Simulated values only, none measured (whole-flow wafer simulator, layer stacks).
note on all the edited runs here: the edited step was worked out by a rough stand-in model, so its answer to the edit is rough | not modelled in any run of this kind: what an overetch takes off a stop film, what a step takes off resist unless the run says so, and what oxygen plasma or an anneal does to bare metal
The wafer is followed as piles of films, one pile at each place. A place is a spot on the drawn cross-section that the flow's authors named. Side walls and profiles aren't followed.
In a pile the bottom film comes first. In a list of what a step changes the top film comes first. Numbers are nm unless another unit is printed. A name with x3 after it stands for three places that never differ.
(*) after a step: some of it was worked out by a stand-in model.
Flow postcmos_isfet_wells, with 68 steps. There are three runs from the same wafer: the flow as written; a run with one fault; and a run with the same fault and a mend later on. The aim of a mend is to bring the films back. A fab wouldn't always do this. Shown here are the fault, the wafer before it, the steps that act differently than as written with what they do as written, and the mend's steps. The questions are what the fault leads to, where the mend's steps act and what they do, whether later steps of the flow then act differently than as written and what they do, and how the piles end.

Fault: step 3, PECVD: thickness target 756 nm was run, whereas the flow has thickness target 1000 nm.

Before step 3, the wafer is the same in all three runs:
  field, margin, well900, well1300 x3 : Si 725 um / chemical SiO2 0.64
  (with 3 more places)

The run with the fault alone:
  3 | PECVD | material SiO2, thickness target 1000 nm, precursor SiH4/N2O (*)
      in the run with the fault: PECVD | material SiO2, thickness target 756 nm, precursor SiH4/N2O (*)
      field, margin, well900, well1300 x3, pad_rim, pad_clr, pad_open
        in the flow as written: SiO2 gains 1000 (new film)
        in the run with the fault: SiO2 gains 756 (new film)
  Every later step of the flow that is run acts as written at every place that is followed.
  By the end, the piles at field, margin, well900, well1300 x3, pad_rim, pad_clr, pad_open depart from the flow's by more than 2% or 0.5 nm, whichever is larger.
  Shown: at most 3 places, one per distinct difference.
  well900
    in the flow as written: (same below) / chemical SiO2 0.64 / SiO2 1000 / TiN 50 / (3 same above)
    in the run with the fault: (same below) / chemical SiO2 0.64 / SiO2 756 / TiN 50 / (3 same above)
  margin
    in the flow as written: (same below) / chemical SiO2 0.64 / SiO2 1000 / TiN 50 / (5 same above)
    in the run with the fault: (same below) / chemical SiO2 0.64 / SiO2 756 / TiN 50 / (5 same above)
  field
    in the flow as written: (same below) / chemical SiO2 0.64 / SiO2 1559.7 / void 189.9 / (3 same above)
    in the run with the fault: (same below) / chemical SiO2 0.64 / SiO2 1315.7 / void 189.9 / (3 same above)

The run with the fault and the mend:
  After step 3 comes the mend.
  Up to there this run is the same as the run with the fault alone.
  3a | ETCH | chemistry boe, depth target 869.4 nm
      field, margin, well900, well1300 x3, pad_rim, pad_clr, pad_open
        SiO2 loses 756 (all of it), chemical SiO2 loses 0.64 (all of it)
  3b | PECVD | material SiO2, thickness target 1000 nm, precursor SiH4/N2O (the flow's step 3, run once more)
      field, margin, well900, well1300 x3, pad_rim, pad_clr, pad_open
        SiO2 gains 1000 (new film)
  Every later step of the flow that is run acts as written at every place that is followed.
  By the end, the piles at field, margin, well900, well1300 x3, pad_rim, pad_clr, pad_open depart from the flow's by more than 2% or 0.5 nm, whichever is larger.
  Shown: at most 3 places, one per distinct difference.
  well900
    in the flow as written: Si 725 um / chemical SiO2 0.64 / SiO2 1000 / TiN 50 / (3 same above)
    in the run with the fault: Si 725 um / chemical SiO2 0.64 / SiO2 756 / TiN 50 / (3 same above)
    in the run with the mend: Si 725 um / SiO2 1000 / TiN 50 / (3 same above)
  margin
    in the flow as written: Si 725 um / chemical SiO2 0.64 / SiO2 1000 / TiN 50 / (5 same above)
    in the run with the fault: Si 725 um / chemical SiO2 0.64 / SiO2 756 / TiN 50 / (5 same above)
    in the run with the mend: Si 725 um / SiO2 1000 / TiN 50 / (5 same above)
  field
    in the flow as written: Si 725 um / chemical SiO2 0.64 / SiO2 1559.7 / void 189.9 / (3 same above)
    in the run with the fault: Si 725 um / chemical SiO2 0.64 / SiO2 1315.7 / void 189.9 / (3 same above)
    in the run with the mend: Si 725 um / SiO2 1559.7 / void 189.9 / (3 same above)
